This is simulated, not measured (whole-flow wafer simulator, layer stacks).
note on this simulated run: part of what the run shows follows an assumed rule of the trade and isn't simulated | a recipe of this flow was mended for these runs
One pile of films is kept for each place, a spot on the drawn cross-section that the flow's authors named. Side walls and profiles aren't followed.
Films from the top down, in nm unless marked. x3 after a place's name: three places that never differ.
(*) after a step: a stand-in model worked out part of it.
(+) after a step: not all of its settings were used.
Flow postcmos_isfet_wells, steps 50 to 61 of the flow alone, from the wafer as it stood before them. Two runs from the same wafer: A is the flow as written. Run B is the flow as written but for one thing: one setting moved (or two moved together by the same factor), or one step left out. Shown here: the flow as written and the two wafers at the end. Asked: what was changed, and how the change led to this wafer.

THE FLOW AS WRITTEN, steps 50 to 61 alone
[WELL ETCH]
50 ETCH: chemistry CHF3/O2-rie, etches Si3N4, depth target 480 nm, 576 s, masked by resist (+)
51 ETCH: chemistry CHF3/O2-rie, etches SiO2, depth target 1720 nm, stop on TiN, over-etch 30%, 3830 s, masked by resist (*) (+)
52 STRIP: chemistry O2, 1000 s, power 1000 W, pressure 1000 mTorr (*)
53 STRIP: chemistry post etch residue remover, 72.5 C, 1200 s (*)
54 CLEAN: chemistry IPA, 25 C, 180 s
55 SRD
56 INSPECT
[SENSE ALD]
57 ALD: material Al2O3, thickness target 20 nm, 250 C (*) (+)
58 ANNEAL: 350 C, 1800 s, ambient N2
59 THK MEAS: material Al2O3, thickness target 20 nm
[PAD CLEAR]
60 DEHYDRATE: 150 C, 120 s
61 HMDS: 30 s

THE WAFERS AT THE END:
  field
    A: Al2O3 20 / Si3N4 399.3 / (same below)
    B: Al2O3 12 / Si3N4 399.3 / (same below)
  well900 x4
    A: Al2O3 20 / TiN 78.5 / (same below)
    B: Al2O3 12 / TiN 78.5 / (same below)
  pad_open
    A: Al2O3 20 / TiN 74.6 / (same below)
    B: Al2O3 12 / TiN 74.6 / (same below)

The cause: step 57, ALD: thickness target 12 nm was run, where the flow has thickness target 20 nm.
It can be read off the wafer: field has Al2O3 12, and step 57 as written asks for 20 nm.

How the change led to this, step by step:
  57 ALD: material Al2O3, thickness target 20 nm, 250 C (*) (+)
      field, margin x2, well900 x4, pad_clr, pad_open: A Al2O3 +20 (new film) | B Al2O3 +12 (new film)
